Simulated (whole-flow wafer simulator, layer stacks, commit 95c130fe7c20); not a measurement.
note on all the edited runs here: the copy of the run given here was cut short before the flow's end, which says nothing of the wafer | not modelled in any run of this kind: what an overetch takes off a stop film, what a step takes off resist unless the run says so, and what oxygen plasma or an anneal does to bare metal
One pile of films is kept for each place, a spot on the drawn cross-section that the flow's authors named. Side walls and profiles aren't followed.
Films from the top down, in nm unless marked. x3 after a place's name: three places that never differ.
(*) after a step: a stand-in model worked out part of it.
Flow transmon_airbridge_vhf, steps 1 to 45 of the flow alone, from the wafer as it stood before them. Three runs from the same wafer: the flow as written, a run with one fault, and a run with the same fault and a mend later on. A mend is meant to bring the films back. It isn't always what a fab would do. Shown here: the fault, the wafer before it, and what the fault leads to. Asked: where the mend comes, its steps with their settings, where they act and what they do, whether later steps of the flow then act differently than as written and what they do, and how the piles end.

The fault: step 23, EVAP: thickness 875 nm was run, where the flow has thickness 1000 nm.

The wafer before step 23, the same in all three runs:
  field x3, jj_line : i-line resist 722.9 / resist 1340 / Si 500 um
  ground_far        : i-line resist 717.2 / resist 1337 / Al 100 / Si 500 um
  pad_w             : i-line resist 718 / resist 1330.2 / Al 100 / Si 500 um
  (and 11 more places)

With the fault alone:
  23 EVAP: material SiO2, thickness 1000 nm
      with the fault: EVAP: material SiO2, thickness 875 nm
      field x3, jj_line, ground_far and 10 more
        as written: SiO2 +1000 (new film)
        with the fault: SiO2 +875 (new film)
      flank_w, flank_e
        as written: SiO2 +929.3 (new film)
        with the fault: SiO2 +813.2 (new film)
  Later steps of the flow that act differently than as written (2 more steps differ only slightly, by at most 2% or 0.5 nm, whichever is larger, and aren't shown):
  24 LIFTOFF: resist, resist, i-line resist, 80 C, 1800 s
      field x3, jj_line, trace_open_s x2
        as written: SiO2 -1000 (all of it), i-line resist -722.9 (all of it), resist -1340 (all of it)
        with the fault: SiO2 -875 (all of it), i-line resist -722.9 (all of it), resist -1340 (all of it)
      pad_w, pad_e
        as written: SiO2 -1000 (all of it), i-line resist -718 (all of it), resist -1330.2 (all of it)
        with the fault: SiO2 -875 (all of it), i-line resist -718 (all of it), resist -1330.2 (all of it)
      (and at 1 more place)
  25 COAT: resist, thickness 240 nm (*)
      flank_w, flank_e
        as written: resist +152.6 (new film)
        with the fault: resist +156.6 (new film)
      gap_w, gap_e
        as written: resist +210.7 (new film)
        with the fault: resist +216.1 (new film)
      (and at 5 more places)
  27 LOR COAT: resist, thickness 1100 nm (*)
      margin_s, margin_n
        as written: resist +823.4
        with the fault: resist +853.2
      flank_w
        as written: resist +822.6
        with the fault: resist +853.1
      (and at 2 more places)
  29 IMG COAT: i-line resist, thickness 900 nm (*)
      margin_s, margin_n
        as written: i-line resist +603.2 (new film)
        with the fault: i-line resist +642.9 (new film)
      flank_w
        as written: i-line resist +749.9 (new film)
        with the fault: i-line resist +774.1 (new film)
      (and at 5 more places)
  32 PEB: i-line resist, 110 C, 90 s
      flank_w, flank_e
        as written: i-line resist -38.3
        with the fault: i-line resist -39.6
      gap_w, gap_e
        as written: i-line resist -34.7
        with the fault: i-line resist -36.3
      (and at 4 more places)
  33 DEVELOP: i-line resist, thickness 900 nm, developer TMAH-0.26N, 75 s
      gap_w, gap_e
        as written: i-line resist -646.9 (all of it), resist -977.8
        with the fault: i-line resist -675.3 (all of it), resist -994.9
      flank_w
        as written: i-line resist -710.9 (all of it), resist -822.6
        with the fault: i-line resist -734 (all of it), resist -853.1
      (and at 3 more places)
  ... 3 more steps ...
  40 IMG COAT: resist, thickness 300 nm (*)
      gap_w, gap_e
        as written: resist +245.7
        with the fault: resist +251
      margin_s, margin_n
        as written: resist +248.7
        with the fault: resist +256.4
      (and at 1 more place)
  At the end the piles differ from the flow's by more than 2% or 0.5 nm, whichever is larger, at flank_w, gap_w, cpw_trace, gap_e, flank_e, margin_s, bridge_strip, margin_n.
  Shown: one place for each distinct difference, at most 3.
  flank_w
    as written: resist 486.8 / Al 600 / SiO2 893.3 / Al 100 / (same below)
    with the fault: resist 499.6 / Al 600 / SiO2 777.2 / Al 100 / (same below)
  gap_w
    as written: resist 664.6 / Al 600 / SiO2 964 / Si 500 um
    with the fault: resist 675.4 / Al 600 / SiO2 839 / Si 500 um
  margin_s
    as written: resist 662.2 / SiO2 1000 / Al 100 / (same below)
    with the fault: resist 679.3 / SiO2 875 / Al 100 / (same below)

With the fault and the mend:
  The mend comes after step 23.
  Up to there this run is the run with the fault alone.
  23a EVAP: material SiO2, thickness 125 nm (the flow's step 23 once more, with other settings)
      field x3, jj_line, ground_far and 10 more
        SiO2 +125
      flank_w, flank_e
        SiO2 +116.2
  No later step of the flow acts differently than as written, at any place that is followed, by more than 2% or 0.5 nm, whichever is larger.
  At the end the piles differ from the flow's only slightly at the places that both follow, by at most 2% or 0.5 nm, whichever is larger.
